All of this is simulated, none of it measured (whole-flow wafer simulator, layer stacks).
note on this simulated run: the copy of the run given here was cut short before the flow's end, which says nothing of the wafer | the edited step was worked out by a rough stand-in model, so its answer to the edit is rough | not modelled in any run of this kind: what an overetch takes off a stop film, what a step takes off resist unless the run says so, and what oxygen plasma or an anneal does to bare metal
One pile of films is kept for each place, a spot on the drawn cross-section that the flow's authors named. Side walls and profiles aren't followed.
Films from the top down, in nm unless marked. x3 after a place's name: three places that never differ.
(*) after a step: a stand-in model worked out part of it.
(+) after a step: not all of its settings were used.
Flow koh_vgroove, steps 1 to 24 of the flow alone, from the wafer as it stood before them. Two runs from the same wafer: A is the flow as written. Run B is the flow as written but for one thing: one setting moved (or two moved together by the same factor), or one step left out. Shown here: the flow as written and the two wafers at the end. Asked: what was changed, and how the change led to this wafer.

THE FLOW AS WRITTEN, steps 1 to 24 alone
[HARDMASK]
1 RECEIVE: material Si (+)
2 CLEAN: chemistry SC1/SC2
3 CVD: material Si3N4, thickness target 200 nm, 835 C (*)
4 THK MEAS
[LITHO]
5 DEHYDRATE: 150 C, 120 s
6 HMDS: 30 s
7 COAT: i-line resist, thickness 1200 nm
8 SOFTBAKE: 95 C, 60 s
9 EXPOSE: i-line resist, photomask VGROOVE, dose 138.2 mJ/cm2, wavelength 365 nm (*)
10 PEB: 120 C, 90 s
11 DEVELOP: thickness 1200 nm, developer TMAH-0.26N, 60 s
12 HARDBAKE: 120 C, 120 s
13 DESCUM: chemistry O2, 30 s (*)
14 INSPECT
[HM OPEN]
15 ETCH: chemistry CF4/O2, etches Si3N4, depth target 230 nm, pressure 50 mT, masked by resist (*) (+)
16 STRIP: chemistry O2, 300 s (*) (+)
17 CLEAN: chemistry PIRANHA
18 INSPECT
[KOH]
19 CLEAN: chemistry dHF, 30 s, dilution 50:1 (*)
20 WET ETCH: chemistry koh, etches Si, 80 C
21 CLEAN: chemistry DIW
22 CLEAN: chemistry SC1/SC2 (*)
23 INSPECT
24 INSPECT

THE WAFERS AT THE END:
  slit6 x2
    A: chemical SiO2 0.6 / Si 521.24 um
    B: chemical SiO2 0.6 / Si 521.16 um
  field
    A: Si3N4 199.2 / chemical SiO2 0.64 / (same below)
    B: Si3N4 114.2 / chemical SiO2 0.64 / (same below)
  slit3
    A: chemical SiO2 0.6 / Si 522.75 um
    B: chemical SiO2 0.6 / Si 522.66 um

The cause: step 3, CVD: thickness target 115 nm was run, where the flow has thickness target 200 nm.

How the change led to this, step by step:
  3 CVD: material Si3N4, thickness target 200 nm, 835 C (*)
      field, slit3, slit2, slit6 x2: A Si3N4 +200 (new film) | B Si3N4 +115 (new film)
  15 ETCH: chemistry CF4/O2, etches Si3N4, depth target 230 nm, pressure 50 mT, masked by resist (*) (+)
      slit3, slit2, slit6 x2: A Si3N4 -200 (all of it), chemical SiO2 -0.64 (all of it), Si -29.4 | B Si3N4 -115 (all of it), chemical SiO2 -0.64 (all of it), Si -114.4
